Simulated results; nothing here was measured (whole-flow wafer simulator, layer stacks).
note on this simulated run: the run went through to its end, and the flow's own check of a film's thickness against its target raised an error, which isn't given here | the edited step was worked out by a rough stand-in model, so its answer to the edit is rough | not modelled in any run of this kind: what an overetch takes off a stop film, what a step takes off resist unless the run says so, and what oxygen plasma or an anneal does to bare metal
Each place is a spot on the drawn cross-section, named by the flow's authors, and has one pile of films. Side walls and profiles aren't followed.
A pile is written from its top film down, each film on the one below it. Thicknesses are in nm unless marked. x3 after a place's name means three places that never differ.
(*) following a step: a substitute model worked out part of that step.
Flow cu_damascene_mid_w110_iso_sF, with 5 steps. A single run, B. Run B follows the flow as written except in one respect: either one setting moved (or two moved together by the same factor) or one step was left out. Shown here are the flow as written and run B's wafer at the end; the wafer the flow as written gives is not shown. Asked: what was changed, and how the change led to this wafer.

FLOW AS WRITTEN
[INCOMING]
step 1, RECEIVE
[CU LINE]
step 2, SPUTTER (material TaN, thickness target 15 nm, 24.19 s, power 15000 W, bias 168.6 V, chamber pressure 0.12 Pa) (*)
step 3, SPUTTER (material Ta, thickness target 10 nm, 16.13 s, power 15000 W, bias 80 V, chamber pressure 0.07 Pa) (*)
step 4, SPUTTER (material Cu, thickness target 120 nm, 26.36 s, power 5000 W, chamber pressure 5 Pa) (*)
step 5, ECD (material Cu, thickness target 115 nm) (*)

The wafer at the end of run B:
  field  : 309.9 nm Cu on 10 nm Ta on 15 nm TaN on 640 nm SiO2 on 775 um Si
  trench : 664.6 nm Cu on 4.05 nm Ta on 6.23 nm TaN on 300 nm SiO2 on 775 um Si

Cause: step 4, SPUTTER: 42.18 s was run, whereas the flow has 26.36 s.

How this came from the change, step by step:
  step 4, SPUTTER (material Cu, thickness target 120 nm, 26.36 s, power 5000 W, chamber pressure 5 Pa) (*)
      field: Cu gains 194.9 (new film) (in the flow as written it would be: Cu gains 120 (new film))
      trench: Cu gains 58 (new film) (in the flow as written it would be: Cu gains 35.7 (new film))
  step 5, ECD (material Cu, thickness target 115 nm) (*)
      trench: Cu gains 606.6 (in the flow as written it would be: Cu gains 554)
